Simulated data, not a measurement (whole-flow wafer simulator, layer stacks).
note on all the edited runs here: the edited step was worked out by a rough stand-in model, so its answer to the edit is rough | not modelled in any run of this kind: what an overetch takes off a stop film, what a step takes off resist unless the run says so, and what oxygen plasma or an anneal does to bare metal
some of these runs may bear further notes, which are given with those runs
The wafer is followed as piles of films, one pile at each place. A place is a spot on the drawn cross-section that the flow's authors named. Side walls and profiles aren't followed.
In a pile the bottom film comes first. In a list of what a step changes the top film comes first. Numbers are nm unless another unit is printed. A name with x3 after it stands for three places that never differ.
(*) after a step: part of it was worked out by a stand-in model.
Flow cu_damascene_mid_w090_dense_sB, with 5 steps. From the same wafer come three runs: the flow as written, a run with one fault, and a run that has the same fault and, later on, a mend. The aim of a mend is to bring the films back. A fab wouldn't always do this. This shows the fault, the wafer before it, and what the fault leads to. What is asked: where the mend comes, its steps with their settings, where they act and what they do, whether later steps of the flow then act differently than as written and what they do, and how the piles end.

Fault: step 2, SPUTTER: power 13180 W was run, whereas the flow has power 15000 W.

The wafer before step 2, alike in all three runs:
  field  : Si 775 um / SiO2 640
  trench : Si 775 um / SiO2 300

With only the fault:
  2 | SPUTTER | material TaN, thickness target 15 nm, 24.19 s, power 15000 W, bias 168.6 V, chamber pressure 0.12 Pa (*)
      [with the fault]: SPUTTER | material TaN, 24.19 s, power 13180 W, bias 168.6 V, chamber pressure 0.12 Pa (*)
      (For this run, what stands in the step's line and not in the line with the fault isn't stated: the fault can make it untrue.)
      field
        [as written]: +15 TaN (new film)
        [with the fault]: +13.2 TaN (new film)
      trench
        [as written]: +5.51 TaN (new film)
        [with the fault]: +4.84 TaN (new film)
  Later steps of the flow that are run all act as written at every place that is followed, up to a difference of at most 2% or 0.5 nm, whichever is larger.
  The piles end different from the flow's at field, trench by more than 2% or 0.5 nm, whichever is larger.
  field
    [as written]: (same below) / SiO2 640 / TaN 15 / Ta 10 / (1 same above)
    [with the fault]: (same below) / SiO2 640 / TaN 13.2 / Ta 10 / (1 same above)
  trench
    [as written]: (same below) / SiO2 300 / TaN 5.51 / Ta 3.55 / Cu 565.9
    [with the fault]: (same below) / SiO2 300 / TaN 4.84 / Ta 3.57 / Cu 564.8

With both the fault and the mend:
  The mend follows step 2.
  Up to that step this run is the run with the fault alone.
  2a | SPUTTER | material TaN, thickness target 1.822 nm, 2.939 s, power 15000 W, bias 168.6 V, chamber pressure 0.12 Pa (*) (the flow's step 2, run once more with other settings)
      field
        +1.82 TaN
      trench
        +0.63 TaN
  Later steps of the flow that are run all act as written at every place that is followed.
  At the end the piles are close to the flow's at the places that both follow, differing by at most 2% or 0.5 nm, whichever is larger.
